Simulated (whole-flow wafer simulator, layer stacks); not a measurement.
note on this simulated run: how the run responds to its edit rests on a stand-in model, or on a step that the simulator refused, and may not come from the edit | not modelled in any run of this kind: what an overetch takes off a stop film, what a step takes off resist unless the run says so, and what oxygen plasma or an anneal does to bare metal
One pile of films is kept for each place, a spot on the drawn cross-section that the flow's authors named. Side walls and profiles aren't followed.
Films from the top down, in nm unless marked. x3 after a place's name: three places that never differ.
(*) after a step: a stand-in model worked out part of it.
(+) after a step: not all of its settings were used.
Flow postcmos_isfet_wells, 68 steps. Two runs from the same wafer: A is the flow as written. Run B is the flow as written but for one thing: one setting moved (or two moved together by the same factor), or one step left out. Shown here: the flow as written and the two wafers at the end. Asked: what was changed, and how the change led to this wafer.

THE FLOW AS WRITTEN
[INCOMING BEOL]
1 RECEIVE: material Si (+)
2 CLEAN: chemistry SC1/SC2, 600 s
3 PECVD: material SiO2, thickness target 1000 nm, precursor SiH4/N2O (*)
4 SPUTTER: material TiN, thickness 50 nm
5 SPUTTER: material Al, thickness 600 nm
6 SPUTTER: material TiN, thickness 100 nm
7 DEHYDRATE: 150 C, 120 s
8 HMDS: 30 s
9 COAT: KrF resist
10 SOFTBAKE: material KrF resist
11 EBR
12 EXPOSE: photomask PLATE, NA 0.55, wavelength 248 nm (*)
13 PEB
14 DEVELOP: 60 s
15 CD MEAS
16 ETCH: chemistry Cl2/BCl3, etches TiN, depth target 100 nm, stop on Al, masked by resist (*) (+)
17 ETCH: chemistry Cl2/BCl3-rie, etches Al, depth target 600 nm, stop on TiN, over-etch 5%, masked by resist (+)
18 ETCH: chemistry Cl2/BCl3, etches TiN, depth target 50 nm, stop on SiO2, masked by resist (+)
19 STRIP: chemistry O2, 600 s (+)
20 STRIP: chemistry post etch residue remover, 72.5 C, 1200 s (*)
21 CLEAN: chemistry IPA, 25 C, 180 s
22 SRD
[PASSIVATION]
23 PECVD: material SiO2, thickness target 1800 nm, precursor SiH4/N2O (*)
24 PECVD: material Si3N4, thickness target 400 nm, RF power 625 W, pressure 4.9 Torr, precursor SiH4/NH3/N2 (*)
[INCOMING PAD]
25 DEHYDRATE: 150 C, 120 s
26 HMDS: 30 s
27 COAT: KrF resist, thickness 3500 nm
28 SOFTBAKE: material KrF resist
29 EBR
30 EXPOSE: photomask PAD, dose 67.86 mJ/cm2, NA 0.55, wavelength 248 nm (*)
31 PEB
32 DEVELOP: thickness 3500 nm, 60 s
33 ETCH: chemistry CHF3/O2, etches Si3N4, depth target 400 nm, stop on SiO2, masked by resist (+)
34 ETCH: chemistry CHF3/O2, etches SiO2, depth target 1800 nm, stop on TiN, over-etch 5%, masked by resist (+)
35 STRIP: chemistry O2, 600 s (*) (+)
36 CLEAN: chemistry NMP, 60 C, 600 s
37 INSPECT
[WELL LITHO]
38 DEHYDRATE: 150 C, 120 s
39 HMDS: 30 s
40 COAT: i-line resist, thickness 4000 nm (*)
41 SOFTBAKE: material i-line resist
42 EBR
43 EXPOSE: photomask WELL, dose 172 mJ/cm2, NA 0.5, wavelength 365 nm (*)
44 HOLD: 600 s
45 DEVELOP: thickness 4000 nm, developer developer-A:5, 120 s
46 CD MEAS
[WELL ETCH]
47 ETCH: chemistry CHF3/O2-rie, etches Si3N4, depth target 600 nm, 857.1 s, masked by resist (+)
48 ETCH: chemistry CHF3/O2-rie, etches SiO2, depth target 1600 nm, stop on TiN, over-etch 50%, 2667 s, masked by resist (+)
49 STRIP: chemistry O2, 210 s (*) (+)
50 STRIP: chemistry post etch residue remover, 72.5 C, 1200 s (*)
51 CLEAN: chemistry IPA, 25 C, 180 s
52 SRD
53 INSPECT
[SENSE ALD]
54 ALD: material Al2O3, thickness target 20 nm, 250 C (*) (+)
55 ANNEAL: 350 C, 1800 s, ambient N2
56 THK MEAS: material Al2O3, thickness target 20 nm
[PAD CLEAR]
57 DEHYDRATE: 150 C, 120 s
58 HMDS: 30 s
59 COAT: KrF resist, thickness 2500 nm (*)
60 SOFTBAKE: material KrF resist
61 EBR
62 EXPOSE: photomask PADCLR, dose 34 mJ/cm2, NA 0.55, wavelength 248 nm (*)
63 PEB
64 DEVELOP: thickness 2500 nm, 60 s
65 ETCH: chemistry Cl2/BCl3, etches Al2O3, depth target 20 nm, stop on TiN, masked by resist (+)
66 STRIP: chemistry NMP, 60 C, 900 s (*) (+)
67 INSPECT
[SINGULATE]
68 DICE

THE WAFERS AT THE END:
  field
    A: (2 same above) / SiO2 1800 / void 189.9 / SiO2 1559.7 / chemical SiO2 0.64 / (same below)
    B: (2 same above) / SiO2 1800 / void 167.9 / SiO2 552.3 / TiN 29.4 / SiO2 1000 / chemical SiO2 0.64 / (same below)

The cause: step 18, ETCH: depth target 20.2 nm was run, where the flow has depth target 50 nm.

How the change led to this, step by step:
  18 ETCH: chemistry Cl2/BCl3, etches TiN, depth target 50 nm, stop on SiO2, masked by resist (+)
      field: A TiN -50 (all of it) | B TiN -20.2
      margin, well900, well1300 x3, pad_rim, pad_clr, pad_open: A KrF resist -20 | B KrF resist -8.08
  23 PECVD: material SiO2, thickness target 1800 nm, precursor SiH4/N2O (*)
      field: A SiO2 +1800 (new film), void +189.9 (new film), SiO2 +559.7 | B SiO2 +1800 (new film), void +167.9 (new film), SiO2 +552.3 (new film)
Counting metal films that touch as one body, field has 1 body; the flow as written gives 0 bodies.
